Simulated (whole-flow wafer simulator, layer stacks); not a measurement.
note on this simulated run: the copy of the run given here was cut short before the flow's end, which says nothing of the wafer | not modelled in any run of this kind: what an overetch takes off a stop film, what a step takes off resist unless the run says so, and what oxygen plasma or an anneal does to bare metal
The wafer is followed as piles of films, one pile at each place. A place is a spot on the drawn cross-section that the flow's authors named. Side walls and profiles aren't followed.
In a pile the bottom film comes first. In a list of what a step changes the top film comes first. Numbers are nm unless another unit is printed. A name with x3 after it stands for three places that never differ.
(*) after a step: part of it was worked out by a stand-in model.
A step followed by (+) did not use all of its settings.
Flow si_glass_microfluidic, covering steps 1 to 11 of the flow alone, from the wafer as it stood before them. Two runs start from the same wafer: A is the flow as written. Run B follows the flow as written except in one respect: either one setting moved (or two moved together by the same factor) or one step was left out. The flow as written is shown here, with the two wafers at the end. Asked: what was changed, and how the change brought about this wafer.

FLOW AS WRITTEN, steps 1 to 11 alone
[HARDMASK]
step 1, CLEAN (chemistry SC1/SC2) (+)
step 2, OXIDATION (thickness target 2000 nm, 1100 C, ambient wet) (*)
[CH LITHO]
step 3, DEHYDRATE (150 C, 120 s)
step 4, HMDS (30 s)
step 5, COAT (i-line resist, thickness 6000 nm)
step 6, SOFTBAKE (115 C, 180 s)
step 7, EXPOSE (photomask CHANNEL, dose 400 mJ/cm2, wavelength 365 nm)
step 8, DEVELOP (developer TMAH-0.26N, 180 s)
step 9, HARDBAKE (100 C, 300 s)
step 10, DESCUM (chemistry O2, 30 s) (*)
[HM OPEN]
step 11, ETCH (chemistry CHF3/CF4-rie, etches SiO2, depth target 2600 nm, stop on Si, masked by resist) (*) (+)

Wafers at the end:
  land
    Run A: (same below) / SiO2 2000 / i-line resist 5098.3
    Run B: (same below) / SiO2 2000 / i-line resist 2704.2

Cause: step 5, COAT: thickness 3600 nm was run, whereas the flow has thickness 6000 nm.

The path from the change to this, step by step:
  step 5, COAT (i-line resist, thickness 6000 nm)
      land, ch100 x9: A i-line resist gains 6000 (new film) | B i-line resist gains 3600 (new film)
  step 8, DEVELOP (developer TMAH-0.26N, 180 s)
      ch100 x9: A i-line resist loses 6000 (all of it) | B i-line resist loses 3600 (all of it)
  step 9, HARDBAKE (100 C, 300 s)
      land: A i-line resist loses 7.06 | B i-line resist loses 1.18
